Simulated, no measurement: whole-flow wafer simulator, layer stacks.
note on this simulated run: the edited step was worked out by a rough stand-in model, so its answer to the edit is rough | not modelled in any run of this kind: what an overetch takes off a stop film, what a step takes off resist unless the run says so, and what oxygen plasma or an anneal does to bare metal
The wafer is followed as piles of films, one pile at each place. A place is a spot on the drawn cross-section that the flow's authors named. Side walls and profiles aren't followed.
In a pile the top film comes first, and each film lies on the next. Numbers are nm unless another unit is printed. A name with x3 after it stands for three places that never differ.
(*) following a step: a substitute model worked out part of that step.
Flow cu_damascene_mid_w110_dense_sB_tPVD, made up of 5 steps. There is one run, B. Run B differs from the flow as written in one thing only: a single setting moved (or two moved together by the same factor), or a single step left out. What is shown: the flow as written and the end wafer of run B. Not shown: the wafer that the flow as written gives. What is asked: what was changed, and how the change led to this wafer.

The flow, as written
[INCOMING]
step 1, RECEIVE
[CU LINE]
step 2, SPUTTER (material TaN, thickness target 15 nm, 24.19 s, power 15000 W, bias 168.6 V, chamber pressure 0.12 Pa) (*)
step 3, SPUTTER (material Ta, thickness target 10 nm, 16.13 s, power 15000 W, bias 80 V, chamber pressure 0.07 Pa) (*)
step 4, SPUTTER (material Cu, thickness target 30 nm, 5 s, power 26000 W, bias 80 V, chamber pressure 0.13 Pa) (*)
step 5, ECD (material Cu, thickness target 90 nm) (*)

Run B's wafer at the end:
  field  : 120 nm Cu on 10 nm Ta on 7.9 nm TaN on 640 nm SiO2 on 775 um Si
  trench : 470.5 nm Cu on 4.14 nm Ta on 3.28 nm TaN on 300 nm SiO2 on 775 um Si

What caused this: step 2, SPUTTER: thickness target 7.9 nm was run, though the flow has thickness target 15 nm; step 2, SPUTTER: 12.7 s was run, where the flow has 24.19 s.
The wafer itself shows it: field has TaN 7.9, and step 2 as written asks for 15 nm.

How this came from the change, step by step:
  step 2, SPUTTER (material TaN, thickness target 15 nm, 24.19 s, power 15000 W, bias 168.6 V, chamber pressure 0.12 Pa) (*)
      field: +7.9 TaN (new film) (in the flow as written it would be: +15 TaN (new film))
      trench: +3.28 TaN (new film) (in the flow as written it would be: +6.23 TaN (new film))
